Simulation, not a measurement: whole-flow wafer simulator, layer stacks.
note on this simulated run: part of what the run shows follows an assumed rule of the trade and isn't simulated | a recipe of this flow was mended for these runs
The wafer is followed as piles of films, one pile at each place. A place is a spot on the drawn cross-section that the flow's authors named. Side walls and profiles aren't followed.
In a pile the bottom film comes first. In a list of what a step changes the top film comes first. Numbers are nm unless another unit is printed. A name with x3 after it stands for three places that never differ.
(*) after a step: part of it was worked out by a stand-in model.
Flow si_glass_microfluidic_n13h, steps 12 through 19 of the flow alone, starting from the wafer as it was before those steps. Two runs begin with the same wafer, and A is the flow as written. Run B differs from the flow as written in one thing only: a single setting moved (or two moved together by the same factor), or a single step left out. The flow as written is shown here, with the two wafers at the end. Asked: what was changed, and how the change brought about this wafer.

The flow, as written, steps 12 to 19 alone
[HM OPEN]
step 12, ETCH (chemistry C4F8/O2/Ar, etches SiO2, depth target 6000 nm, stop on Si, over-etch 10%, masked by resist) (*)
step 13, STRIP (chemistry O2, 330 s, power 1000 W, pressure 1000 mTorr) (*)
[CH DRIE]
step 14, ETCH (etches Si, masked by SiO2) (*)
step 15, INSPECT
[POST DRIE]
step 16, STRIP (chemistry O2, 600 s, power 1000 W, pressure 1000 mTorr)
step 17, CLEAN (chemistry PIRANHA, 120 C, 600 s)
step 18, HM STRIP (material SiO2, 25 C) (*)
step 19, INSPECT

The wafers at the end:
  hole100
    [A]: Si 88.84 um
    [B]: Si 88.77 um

What caused this: step 12, ETCH: depth target 6491 nm was run, though the flow has depth target 6000 nm.

The path from the change to this, step by step:
  step 12, ETCH (chemistry C4F8/O2/Ar, etches SiO2, depth target 6000 nm, stop on Si, over-etch 10%, masked by resist) (*)
      land: A thick-i-line-resist loses 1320 | B thick-i-line-resist loses 1428
      hole100: A SiO2 loses 6000 (all of it), Si loses 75 | B SiO2 loses 6000 (all of it), Si loses 142.5
  step 13, STRIP (chemistry O2, 330 s, power 1000 W, pressure 1000 mTorr) (*)
      land: A thick-i-line-resist loses 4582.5 (all of it) | B thick-i-line-resist loses 4474.5 (all of it)
